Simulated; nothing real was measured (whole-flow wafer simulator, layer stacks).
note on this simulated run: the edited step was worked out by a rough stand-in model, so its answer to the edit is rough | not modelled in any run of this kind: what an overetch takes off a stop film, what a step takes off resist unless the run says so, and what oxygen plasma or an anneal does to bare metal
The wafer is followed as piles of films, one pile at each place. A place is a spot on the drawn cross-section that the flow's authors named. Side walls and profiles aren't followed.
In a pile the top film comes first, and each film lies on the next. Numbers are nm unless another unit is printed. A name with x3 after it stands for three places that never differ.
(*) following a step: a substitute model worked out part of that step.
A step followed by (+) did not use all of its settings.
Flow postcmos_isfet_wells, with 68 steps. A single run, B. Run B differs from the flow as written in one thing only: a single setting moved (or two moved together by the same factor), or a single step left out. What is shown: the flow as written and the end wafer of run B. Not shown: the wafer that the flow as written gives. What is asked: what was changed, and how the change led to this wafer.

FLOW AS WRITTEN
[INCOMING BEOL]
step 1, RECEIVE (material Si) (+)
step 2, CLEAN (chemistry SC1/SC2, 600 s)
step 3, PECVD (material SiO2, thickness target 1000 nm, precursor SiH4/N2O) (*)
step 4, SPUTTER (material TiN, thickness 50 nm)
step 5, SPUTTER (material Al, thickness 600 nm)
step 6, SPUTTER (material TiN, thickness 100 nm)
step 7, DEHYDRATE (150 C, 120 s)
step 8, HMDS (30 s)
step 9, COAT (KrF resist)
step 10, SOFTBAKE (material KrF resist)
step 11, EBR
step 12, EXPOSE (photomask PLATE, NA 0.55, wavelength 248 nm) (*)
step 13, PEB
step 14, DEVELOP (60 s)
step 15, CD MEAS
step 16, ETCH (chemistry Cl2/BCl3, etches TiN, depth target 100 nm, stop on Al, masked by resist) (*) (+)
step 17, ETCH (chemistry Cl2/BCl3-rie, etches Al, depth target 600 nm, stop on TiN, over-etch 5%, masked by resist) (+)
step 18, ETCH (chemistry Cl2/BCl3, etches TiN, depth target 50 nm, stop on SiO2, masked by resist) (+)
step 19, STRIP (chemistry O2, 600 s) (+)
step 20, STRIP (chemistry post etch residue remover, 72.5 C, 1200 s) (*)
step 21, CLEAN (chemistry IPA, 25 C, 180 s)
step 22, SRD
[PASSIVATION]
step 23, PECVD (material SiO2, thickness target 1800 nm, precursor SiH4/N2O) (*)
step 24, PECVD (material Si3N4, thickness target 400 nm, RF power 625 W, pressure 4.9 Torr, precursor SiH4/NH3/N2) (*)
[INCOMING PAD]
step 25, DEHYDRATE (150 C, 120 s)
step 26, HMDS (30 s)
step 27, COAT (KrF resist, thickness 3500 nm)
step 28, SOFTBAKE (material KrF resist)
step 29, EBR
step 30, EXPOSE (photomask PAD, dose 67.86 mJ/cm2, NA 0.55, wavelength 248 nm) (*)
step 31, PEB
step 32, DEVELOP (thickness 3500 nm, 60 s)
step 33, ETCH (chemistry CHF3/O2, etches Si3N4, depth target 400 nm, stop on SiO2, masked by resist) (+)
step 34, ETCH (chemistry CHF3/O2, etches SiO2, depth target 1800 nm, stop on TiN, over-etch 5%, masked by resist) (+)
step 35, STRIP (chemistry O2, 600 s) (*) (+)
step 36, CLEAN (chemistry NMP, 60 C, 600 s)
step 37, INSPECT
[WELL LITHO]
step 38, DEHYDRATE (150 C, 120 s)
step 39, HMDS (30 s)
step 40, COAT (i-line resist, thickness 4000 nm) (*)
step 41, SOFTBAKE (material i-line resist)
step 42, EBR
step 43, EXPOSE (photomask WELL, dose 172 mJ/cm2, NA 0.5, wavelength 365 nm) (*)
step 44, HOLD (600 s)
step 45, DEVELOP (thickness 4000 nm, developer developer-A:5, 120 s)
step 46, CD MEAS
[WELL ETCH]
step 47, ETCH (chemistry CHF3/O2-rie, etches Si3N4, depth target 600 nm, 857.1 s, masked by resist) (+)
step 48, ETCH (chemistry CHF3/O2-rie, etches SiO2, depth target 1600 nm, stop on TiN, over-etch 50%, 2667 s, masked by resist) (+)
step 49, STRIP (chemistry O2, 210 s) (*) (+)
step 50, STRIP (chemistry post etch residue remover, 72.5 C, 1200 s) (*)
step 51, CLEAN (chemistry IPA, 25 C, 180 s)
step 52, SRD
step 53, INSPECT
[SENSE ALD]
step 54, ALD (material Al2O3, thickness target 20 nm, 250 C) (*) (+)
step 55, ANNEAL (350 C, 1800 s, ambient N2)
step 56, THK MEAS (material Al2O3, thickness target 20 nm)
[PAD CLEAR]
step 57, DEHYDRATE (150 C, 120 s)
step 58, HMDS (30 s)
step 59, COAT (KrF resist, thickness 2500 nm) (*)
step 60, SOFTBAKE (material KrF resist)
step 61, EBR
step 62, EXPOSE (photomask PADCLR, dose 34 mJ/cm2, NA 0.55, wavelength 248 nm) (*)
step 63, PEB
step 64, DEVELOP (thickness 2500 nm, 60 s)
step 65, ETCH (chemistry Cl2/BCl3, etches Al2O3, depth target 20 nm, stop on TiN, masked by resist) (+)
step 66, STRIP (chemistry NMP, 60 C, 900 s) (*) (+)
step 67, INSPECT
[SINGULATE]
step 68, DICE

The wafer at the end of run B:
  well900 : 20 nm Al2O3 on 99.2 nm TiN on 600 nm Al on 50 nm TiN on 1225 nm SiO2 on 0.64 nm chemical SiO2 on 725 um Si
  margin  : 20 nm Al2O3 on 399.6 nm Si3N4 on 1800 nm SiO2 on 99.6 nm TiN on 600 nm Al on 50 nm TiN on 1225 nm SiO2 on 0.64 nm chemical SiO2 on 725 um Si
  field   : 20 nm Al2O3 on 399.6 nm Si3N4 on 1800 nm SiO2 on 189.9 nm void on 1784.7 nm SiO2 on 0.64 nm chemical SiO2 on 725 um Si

What caused this: step 3, PECVD: thickness target 1225 nm was run, while the flow as written has thickness target 1000 nm.
The wafer lets one read it off: well900 has SiO2 1225, and step 3 as written asks for 1000 nm.

Step by step, how the change led to this:
  step 3, PECVD (material SiO2, thickness target 1000 nm, precursor SiH4/N2O) (*)
      field, margin, well900, well1300 x3, pad_rim, pad_clr, pad_open: SiO2 gains 1225 (new film) (it would be, as written: SiO2 gains 1000 (new film))
